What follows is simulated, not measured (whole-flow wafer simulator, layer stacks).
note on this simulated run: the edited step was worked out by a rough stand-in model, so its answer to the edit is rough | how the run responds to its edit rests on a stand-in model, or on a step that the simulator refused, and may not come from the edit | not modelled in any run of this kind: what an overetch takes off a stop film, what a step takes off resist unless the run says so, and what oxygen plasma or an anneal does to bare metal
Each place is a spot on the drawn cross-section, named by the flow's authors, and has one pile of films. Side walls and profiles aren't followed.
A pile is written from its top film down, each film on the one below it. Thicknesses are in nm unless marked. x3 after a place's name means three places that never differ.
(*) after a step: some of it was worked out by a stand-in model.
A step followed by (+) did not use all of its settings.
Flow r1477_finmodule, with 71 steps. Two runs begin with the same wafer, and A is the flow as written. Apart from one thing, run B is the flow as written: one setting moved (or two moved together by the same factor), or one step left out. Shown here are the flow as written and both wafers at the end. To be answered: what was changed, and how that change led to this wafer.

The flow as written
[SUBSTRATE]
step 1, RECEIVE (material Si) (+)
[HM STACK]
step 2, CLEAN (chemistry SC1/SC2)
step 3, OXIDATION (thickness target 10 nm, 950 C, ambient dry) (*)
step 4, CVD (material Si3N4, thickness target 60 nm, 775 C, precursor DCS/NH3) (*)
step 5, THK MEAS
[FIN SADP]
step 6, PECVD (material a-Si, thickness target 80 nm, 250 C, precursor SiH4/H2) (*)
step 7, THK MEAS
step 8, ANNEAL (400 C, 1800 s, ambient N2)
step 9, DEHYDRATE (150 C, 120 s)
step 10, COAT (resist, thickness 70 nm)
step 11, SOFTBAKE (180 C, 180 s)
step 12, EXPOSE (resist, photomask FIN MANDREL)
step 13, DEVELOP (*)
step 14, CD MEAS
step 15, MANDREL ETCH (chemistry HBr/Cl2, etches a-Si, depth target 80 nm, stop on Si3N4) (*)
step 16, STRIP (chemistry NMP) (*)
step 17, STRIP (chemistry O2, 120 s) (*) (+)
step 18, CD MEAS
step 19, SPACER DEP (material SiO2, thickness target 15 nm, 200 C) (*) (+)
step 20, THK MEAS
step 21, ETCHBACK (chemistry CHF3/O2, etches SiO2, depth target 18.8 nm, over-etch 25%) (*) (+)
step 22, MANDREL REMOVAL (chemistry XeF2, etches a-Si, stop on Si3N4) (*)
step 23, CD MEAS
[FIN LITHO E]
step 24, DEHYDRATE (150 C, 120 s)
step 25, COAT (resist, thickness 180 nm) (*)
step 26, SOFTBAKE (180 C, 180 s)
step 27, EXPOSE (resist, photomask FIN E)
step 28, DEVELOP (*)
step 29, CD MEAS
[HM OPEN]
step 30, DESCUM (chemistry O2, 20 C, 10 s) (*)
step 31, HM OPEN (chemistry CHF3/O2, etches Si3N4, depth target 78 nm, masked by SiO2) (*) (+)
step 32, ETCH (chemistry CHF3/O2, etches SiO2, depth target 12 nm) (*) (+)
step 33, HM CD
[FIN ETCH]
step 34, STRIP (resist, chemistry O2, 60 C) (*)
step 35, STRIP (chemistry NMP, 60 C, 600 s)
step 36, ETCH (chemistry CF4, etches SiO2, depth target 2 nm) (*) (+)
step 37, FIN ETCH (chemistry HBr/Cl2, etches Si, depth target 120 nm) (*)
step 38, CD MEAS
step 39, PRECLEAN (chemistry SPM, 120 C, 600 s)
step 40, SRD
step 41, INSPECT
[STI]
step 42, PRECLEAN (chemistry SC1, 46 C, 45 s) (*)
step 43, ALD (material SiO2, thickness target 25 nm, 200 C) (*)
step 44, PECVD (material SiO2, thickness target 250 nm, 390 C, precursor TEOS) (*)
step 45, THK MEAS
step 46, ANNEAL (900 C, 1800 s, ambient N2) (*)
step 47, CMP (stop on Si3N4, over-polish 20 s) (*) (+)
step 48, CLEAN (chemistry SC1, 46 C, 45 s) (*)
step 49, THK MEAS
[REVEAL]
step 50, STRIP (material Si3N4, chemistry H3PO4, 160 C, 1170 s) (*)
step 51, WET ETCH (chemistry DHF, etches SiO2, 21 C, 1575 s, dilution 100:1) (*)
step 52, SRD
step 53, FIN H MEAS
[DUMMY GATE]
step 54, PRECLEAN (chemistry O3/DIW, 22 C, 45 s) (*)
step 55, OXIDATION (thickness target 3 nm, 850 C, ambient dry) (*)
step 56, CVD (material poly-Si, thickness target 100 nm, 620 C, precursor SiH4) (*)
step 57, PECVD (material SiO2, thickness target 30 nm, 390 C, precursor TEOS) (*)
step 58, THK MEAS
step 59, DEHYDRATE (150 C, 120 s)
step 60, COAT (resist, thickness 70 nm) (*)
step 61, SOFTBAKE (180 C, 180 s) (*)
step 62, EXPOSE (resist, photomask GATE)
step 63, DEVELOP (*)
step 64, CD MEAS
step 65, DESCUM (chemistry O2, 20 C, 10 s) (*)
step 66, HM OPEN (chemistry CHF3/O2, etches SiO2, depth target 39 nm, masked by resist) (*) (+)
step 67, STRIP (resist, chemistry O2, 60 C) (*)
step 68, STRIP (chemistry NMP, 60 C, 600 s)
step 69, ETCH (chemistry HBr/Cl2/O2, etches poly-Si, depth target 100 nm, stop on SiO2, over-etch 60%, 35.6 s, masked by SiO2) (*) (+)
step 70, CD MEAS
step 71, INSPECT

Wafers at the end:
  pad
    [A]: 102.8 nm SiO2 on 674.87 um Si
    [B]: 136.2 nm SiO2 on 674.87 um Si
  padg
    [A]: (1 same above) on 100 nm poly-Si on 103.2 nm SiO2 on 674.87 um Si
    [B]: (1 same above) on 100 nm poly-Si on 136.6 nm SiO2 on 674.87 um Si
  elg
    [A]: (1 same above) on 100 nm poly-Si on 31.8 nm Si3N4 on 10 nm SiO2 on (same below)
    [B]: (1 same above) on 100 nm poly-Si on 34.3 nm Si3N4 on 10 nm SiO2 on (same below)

The reason: step 51, WET ETCH: 961 s was run, while the flow as written has 1575 s.

Step by step, how the change led to this:
  step 51, WET ETCH (chemistry DHF, etches SiO2, 21 C, 1575 s, dilution 100:1) (*)
      pad, padg, e40sg and 12 more: A -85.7 SiO2 | B -52.3 SiO2
      elg, e40lg, e100lg, e200lg, elo, e40lo, e100lo, e200lo: A -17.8 SiO2 (all of it), -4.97 Si3N4 | B -17.8 SiO2 (all of it), -2.47 Si3N4
      (also at 7 further places)
  step 56, CVD (material poly-Si, thickness target 100 nm, 620 C, precursor SiH4) (*)
      s40sg_line, s45sg_line, s50sg_line, s40so_line, s45so_line, s50so_line: A +100 poly-Si (new film) | B +110.8 poly-Si (new film)
      s40cg, s40co: A +113.9 poly-Si (new film) | B +100 poly-Si (new film)
      (also at 5 further places)
  step 60, COAT (resist, thickness 70 nm) (*)
      e40lg, e100lg, elo, e40lo, e100lo: A +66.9 resist (new film) | B +68.4 resist (new film)
      e40sg, eso, e40so: A +129.5 resist (new film) | B +100.2 resist (new film)
      (also at 22 further places)
  step 63, DEVELOP (*)
      elo, e40lo, e100lo: A -66.9 resist (all of it) | B -68.4 resist (all of it)
      eso, e40so: A -129.5 resist (all of it) | B -100.2 resist (all of it)
      (also at 11 further places)
  step 67, STRIP (resist, chemistry O2, 60 C) (*)
      e40lg, e100lg: A -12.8 resist (all of it) | B -14.3 resist (all of it)
      e40sg: A -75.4 resist (all of it) | B -46 resist (all of it)
      (also at 12 further places)
  step 69, ETCH (chemistry HBr/Cl2/O2, etches poly-Si, depth target 100 nm, stop on SiO2, over-etch 60%, 35.6 s, masked by SiO2) (*) (+)
      s40so_line, s45so_line, s50so_line: A -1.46 chemical SiO2 (all of it), -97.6 poly-Si (all of it), -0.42 SiO2 | B -1.29 chemical SiO2 (all of it), -108.5 poly-Si (all of it), -0.26 SiO2
      s40co: A -1.46 chemical SiO2 (all of it), -111.5 poly-Si (all of it), -0.24 SiO2 | B -1.29 chemical SiO2 (all of it), -97.6 poly-Si (all of it), -0.42 SiO2
      (also at 2 further places)
